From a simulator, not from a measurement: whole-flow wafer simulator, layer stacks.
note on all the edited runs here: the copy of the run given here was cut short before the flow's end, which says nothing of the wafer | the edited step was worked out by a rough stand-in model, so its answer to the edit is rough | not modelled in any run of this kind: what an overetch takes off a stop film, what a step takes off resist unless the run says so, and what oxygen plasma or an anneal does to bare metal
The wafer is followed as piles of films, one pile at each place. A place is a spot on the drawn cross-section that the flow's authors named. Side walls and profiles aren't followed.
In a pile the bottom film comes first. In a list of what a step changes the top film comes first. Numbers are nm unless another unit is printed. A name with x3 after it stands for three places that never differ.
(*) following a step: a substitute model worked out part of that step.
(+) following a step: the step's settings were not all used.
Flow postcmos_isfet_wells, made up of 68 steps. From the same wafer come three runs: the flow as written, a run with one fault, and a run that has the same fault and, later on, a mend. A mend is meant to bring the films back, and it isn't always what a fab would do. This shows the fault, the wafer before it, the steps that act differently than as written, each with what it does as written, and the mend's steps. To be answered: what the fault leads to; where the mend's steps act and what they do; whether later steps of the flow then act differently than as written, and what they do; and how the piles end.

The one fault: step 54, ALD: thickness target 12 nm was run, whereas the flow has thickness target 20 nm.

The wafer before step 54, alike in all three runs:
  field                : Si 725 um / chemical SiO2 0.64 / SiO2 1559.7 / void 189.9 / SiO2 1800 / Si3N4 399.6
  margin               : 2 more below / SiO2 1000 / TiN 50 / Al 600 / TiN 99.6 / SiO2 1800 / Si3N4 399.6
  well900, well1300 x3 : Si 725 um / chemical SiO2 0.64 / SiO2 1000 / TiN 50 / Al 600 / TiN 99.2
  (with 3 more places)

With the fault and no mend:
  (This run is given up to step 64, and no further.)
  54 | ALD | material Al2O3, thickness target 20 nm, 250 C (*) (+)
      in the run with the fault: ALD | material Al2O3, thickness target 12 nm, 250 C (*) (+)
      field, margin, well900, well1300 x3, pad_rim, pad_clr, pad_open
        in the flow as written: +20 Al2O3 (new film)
        in the run with the fault: +12 Al2O3 (new film)
  None of the later steps of the flow up to step 64 differs from how it acts as written, at any place that is followed, by more than 2% or 0.5 nm, whichever is larger.
  Once step 64 is done, the piles at field, margin, pad_rim, pad_clr, pad_open depart from the flow's by more than 2% or 0.5 nm, whichever is larger.
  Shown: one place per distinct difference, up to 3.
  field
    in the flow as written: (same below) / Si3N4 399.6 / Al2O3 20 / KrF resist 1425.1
    in the run with the fault: (same below) / Si3N4 399.6 / Al2O3 12 / KrF resist 1405.5
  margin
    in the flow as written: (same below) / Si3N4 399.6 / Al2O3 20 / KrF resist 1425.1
    in the run with the fault: (same below) / Si3N4 399.6 / Al2O3 12 / KrF resist 1405.4
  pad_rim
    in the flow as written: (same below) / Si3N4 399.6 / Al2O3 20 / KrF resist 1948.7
    in the run with the fault: (same below) / Si3N4 399.6 / Al2O3 12 / KrF resist 1947.8

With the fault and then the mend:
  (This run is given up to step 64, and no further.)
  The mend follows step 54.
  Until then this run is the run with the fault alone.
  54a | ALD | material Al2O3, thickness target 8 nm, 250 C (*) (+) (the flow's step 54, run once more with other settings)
      field, margin, well900, well1300 x3, pad_rim, pad_clr, pad_open
        +8 Al2O3
  None of the later steps of the flow up to step 64 acts differently than as written at any place that is followed.
  The piles after step 64 are the same as the flow's at every place that both follow.
